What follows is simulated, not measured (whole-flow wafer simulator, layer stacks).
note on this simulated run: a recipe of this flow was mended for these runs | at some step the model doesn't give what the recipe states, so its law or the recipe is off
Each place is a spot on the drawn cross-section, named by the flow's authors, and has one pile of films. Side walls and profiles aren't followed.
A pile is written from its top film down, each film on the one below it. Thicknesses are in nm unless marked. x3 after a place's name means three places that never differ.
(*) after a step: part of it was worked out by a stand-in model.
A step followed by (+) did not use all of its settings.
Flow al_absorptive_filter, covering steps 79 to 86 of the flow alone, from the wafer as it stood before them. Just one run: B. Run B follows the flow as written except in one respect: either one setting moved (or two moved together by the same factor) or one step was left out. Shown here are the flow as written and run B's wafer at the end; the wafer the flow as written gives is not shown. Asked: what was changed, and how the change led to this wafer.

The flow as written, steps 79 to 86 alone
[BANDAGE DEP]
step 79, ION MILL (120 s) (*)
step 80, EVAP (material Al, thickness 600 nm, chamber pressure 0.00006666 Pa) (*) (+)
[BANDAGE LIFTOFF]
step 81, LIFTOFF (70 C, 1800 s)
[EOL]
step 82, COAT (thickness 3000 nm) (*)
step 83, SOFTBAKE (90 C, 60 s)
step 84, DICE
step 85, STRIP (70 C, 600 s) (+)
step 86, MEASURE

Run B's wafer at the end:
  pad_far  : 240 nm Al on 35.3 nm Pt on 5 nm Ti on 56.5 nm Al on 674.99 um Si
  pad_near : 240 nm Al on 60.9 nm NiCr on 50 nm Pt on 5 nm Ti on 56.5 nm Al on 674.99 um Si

The reason: step 80, EVAP: thickness 240 nm was run, while the flow as written has thickness 600 nm.
The wafer itself shows it: pad_far has Al 240, and step 80 as written asks for 600 nm.

The path from the change to this, step by step:
  step 80, EVAP (material Al, thickness 600 nm, chamber pressure 0.00006666 Pa) (*) (+)
      gnd, pad_far, pad_near and 11 more: Al gains 240 (new film) (as written it would have been: Al gains 600 (new film))
  step 81, LIFTOFF (70 C, 1800 s)
      xa_field, xl_land, idc_field: Al loses 240 (all of it), i-line-resist loses 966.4 (all of it), lift-off-underlayer loses 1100 (all of it), acrylic-e-beam-resist loses 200 (all of it) (as written it would have been: Al loses 600 (all of it), i-line-resist loses 966.4 (all of it), lift-off-underlayer loses 1100 (all of it), acrylic-e-beam-resist loses 200 (all of it))
      gnd: Al loses 240 (all of it), i-line-resist loses 968.3 (all of it), lift-off-underlayer loses 1103.3 (all of it), acrylic-e-beam-resist loses 200.9 (all of it) (as written it would have been: Al loses 600 (all of it), i-line-resist loses 968.3 (all of it), lift-off-underlayer loses 1103.3 (all of it), acrylic-e-beam-resist loses 200.9 (all of it))
      (also at 8 further places)
  step 82, COAT (thickness 3000 nm) (*)
      pad_far: i-line-resist gains 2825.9 (new film) (as written it would have been: i-line-resist gains 2560.9 (new film))
      pad_near: i-line-resist gains 2749.5 (new film) (as written it would have been: i-line-resist gains 2480.3 (new film))
      (also at 1 further place)
  step 83, SOFTBAKE (90 C, 60 s)
      gnd: i-line-resist gains 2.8 (as written it would have been: i-line-resist gains 6.13)
      pad_far: i-line-resist loses 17 (as written it would have been: i-line-resist loses 44.2)
      (also at 3 further places)
  step 85, STRIP (70 C, 600 s) (+)
      pad_far: i-line-resist loses 2808.9 (all of it) (as written it would have been: i-line-resist loses 2516.7 (all of it))
      pad_near: i-line-resist loses 2732.8 (all of it) (as written it would have been: i-line-resist loses 2439.3 (all of it))
      (also at 1 further place)
